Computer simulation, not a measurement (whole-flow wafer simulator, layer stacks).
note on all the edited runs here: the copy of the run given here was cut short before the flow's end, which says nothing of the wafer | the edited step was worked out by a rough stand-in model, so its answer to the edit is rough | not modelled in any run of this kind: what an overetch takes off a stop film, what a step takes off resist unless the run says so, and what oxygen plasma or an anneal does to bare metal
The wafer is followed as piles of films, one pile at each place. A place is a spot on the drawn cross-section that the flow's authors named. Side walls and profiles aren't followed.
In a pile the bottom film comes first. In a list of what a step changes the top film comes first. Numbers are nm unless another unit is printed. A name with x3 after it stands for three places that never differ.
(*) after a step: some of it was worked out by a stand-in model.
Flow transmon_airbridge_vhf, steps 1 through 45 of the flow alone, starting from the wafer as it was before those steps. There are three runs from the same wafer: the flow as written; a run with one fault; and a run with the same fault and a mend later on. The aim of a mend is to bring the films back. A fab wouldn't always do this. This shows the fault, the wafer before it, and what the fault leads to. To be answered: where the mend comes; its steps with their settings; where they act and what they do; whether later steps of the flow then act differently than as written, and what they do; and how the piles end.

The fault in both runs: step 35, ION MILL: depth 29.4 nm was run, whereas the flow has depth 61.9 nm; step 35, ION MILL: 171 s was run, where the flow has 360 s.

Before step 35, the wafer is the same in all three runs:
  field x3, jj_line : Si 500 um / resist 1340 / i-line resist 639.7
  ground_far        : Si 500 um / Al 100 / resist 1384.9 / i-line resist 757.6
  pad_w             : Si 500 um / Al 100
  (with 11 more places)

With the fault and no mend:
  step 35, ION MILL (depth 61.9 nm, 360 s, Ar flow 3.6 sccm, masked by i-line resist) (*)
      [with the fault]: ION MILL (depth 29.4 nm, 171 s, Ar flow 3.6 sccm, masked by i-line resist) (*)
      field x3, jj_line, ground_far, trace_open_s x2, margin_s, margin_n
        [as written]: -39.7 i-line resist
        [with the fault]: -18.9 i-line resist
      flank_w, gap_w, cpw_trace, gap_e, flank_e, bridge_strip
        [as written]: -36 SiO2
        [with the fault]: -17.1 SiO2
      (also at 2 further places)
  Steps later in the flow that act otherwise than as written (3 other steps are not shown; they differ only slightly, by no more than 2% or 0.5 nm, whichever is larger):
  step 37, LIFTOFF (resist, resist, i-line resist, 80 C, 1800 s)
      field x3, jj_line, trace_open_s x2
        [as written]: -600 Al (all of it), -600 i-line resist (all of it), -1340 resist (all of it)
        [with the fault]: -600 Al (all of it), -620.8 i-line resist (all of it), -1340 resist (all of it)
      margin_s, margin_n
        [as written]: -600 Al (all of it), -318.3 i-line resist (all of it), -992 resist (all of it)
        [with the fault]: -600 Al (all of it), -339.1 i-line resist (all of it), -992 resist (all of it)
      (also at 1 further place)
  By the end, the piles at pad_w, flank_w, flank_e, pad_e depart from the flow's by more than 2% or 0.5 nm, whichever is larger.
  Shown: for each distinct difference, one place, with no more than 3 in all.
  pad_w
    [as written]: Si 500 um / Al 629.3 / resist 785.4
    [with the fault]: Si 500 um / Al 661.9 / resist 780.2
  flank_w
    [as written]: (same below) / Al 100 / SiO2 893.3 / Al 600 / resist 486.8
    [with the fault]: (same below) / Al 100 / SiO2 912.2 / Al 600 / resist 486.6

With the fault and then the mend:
  The mend stands after step 35.
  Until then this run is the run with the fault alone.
  step 35a, ION MILL (depth 32.5 nm, 189 s, Ar flow 3.6 sccm, masked by i-line resist) (*) (the flow's step 35, run once more with other settings)
      field x3, jj_line, ground_far, trace_open_s x2, margin_s, margin_n
        -20.9 i-line resist
      flank_w, gap_w, cpw_trace, gap_e, flank_e, bridge_strip
        -18.9 SiO2
      pad_w, pad_e
        -32.5 Al
  None of the later steps of the flow acts differently than as written at any place that is followed.
  By the end, the piles equal the flow's at every place that both follow.
